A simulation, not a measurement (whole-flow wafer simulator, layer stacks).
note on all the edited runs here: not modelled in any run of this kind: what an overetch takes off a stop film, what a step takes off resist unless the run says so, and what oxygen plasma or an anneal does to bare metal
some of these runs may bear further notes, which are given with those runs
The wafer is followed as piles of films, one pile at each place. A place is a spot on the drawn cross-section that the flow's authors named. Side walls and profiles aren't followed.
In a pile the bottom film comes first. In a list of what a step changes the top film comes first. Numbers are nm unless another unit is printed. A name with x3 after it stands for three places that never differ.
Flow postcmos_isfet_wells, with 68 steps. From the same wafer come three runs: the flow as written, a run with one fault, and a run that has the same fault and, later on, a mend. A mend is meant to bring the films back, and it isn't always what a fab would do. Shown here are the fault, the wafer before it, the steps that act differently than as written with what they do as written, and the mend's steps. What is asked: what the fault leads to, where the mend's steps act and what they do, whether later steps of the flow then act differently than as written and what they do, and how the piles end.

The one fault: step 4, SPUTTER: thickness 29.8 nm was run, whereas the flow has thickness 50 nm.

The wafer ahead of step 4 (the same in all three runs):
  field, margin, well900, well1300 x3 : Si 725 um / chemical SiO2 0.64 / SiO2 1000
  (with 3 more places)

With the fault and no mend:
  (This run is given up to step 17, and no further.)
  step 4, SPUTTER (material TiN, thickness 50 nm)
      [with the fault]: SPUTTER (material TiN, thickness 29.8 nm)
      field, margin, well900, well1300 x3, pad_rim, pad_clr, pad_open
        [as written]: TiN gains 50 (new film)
        [with the fault]: TiN gains 29.8 (new film)
  None of the later steps of the flow up to step 17 acts differently than as written at any place that is followed.
  After step 17, at field, margin, well900, well1300 x3, pad_rim, pad_clr, pad_open, the piles differ from the flow's by more than 2% or 0.5 nm, whichever is larger.
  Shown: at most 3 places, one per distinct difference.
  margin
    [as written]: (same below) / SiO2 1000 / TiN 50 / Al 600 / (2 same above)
    [with the fault]: (same below) / SiO2 1000 / TiN 29.8 / Al 600 / (2 same above)
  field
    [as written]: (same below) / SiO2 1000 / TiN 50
    [with the fault]: (same below) / SiO2 1000 / TiN 29.8

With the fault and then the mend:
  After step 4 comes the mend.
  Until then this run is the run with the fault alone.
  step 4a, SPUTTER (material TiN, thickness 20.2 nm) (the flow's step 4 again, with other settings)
      field, margin, well900, well1300 x3, pad_rim, pad_clr, pad_open
        TiN gains 20.2
  None of the later steps of the flow acts differently than as written at any place that is followed.
  By the end, the piles equal the flow's at every place that both follow.
